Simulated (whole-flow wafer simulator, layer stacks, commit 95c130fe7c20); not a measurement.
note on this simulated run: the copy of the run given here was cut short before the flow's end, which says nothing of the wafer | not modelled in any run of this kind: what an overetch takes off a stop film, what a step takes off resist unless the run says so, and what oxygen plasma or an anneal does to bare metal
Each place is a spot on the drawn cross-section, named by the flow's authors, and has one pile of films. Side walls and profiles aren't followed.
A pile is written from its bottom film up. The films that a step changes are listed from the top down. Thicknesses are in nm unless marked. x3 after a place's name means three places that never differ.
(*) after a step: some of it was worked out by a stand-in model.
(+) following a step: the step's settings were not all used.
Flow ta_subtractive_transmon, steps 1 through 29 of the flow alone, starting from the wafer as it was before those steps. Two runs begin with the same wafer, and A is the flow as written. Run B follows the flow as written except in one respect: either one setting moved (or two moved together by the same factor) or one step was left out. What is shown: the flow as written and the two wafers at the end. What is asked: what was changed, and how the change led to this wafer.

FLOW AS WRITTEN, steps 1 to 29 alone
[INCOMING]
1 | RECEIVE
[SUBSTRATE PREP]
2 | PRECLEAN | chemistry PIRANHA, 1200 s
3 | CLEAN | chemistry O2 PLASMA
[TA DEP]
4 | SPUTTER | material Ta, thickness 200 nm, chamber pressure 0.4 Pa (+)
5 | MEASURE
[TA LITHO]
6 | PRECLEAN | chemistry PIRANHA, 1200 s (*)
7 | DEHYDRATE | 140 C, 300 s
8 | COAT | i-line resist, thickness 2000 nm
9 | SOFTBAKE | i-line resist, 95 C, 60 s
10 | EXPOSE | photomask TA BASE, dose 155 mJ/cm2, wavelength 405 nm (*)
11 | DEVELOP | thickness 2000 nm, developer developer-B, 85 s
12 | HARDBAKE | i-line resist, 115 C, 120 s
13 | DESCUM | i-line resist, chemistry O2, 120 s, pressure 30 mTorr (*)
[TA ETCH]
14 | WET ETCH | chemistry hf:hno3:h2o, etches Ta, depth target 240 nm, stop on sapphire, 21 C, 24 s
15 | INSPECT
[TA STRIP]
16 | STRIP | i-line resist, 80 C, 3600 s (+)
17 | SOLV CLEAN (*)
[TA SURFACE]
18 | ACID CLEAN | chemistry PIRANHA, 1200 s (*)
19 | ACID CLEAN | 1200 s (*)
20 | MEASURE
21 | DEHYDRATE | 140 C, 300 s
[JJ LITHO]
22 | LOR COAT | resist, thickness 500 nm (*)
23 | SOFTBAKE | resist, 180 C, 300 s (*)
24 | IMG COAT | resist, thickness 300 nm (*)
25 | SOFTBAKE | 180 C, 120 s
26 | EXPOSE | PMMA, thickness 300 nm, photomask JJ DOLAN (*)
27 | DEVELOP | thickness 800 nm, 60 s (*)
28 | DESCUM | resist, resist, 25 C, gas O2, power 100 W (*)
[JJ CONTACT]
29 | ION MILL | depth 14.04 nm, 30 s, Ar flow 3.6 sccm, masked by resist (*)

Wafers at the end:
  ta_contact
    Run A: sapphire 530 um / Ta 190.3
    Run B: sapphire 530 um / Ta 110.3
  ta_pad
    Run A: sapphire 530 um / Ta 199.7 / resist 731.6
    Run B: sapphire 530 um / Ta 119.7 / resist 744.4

Cause: step 4, SPUTTER: thickness 120 nm was run, while the flow as written has thickness 200 nm.

The path from the change to this, step by step:
  4 | SPUTTER | material Ta, thickness 200 nm, chamber pressure 0.4 Pa (+)
      field x2, jj_line, lead, ta_contact, ta_pad: A Ta gains 200 (new film) | B Ta gains 120 (new film)
  14 | WET ETCH | chemistry hf:hno3:h2o, etches Ta, depth target 240 nm, stop on sapphire, 21 C, 24 s
      field x2, jj_line, lead: A Ta loses 200 (all of it) | B Ta loses 120 (all of it)
  22 | LOR COAT | resist, thickness 500 nm (*)
      lead: A resist gains 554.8 (new film) | B resist gains 533.8 (new film)
      ta_contact: A resist gains 443.8 (new film) | B resist gains 465 (new film)
  24 | IMG COAT | resist, thickness 300 nm (*)
      ta_pad: A resist gains 281.3 | B resist gains 288.6
  27 | DEVELOP | thickness 800 nm, 60 s (*)
      lead: A resist loses 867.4 (all of it) | B resist loses 841.3 (all of it)
      ta_contact: A resist loses 731.2 (all of it) | B resist loses 757.7 (all of it)
